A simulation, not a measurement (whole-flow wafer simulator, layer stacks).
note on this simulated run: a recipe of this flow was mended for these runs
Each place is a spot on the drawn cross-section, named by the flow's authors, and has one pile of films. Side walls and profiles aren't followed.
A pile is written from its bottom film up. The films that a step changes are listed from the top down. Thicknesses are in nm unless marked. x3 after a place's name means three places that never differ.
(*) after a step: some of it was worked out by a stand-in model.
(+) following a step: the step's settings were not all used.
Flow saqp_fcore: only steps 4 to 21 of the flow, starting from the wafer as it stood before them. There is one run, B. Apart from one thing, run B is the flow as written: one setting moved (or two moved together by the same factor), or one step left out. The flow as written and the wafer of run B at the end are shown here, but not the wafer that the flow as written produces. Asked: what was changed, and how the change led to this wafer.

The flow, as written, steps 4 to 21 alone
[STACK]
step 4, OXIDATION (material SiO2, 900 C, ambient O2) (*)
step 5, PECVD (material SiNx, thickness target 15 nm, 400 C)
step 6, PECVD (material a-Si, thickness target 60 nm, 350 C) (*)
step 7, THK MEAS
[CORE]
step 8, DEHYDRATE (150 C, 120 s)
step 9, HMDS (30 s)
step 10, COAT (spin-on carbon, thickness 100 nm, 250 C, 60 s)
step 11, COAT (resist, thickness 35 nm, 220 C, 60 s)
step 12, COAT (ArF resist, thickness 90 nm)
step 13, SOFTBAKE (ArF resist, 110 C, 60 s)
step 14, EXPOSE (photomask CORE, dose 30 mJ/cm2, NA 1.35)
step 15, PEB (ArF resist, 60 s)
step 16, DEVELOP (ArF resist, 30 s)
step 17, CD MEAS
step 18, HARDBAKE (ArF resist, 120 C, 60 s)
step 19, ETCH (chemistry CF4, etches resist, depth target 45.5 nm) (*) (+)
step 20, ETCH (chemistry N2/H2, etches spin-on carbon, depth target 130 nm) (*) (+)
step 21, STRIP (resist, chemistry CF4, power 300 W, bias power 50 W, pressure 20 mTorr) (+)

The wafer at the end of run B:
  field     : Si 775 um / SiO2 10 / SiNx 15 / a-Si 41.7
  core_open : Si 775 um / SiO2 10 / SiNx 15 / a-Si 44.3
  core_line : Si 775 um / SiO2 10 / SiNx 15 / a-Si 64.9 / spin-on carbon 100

Cause: step 6, PECVD: thickness target 64.9 nm was run, while the flow as written has thickness target 60 nm.
One can read it off the wafer: core_line has a-Si 64.9, and step 6 as written asks for 60 nm.

The path from the change to this, step by step:
  step 6, PECVD (material a-Si, thickness target 60 nm, 350 C) (*)
      field, core_open, core_line: a-Si gains 64.9 (new film) (in the flow as written it would be: a-Si gains 60 (new film))
